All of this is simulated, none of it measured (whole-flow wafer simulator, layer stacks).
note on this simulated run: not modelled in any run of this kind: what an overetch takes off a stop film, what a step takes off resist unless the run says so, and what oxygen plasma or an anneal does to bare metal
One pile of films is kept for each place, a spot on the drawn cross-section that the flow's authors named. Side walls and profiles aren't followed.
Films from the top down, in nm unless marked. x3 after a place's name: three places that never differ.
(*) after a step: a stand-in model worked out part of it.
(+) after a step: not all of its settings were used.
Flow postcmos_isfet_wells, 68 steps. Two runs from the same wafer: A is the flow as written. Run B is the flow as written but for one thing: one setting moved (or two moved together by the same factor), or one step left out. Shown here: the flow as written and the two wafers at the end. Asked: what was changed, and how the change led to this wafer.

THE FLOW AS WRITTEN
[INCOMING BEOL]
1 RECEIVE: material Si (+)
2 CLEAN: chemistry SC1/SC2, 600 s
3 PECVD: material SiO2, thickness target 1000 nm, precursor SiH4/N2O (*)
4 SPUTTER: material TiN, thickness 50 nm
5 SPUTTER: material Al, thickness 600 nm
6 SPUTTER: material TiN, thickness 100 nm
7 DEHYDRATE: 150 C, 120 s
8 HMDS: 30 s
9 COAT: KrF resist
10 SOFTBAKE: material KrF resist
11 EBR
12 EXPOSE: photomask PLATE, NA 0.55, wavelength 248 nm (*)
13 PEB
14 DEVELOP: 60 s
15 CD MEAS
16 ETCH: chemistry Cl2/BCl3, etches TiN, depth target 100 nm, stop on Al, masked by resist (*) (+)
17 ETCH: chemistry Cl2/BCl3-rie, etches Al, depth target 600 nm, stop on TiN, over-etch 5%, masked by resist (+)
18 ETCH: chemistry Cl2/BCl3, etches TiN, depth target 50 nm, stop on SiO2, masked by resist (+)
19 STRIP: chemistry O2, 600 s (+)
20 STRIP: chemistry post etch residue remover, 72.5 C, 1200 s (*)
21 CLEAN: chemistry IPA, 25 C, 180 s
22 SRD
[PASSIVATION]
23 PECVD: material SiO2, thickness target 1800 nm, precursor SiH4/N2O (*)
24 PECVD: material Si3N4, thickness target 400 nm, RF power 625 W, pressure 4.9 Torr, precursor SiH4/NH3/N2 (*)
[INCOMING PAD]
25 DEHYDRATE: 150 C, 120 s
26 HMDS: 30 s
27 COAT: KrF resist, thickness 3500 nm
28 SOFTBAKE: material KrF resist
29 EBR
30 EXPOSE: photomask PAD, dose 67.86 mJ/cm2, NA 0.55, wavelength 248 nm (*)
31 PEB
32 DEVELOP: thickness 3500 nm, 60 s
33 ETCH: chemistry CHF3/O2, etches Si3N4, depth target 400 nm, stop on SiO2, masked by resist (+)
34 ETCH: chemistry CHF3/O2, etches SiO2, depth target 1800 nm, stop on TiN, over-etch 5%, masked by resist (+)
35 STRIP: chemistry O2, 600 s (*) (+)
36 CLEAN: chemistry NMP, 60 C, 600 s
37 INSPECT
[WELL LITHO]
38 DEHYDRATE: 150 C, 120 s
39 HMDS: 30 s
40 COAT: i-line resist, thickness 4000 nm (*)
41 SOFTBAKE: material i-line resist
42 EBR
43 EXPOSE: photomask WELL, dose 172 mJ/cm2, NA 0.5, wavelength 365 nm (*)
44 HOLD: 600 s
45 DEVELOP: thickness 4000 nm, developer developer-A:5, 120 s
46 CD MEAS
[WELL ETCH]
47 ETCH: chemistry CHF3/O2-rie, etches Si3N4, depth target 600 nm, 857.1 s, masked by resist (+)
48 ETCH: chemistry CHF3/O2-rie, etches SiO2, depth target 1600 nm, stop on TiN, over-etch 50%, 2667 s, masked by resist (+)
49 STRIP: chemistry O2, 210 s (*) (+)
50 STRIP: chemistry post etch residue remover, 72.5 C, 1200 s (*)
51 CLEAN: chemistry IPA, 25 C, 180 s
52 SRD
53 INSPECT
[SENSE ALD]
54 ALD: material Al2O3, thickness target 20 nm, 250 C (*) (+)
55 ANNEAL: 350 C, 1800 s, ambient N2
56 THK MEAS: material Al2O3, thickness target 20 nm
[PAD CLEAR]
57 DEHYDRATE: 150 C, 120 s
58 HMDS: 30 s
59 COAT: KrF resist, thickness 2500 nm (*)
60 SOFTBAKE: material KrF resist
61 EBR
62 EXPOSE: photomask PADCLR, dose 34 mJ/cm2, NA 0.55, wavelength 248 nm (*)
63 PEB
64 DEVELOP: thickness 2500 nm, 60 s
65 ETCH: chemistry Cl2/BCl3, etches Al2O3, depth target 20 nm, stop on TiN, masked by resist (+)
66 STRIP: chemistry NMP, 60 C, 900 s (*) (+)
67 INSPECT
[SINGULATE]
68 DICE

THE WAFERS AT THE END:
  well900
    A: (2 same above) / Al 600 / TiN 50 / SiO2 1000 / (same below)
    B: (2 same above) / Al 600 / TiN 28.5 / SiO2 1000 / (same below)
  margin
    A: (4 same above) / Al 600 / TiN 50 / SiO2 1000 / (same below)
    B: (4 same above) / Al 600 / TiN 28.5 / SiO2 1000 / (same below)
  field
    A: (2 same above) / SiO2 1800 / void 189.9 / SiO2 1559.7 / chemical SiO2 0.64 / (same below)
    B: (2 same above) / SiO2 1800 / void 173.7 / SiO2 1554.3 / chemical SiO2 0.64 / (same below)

The cause: step 4, SPUTTER: thickness 28.5 nm was run, where the flow has thickness 50 nm.
It can be read off the wafer: well900 has TiN 28.5, and step 4 as written asks for 50 nm.

How the change led to this, step by step:
  4 SPUTTER: material TiN, thickness 50 nm
      field, margin, well900, well1300 x3, pad_rim, pad_clr, pad_open: A TiN +50 (new film) | B TiN +28.5 (new film)
  18 ETCH: chemistry Cl2/BCl3, etches TiN, depth target 50 nm, stop on SiO2, masked by resist (+)
      margin, well900, well1300 x3, pad_rim, pad_clr, pad_open: A KrF resist -20 | B KrF resist -17.1
      field: A TiN -50 (all of it) | B TiN -28.5 (all of it)
  23 PECVD: material SiO2, thickness target 1800 nm, precursor SiH4/N2O (*)
      field: A SiO2 +1800 (new film), void +189.9 (new film), SiO2 +559.7 | B SiO2 +1800 (new film), void +173.7 (new film), SiO2 +554.3
